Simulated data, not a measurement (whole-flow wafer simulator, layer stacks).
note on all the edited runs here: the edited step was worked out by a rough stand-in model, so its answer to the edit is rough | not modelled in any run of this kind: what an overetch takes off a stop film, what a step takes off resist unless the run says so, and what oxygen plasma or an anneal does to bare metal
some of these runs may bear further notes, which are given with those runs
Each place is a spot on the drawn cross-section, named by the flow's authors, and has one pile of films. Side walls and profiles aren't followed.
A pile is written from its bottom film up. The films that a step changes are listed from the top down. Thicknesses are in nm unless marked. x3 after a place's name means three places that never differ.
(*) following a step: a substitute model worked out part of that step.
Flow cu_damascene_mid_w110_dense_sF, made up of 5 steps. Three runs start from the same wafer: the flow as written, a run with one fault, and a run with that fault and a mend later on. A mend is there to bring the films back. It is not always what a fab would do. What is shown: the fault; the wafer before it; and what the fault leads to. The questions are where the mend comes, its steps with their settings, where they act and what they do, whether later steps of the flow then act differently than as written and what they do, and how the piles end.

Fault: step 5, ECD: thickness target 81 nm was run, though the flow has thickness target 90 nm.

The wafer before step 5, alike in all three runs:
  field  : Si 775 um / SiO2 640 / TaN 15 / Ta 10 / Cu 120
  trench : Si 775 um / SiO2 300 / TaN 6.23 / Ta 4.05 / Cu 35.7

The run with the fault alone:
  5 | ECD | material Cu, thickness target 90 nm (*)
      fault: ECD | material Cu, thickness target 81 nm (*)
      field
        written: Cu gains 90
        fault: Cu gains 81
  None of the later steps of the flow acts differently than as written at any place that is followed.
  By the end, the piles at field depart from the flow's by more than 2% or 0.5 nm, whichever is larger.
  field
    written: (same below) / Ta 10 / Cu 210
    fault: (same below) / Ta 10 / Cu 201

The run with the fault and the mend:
  The mend follows step 5.
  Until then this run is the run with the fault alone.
  5a | ECD | material Cu, thickness target 9 nm (the flow's step 5, run once more with other settings)
      field, trench
        Cu gains 9
  None of the later steps of the flow acts differently than as written at any place that is followed.
  The piles end the same as the flow's at every place that both follow.
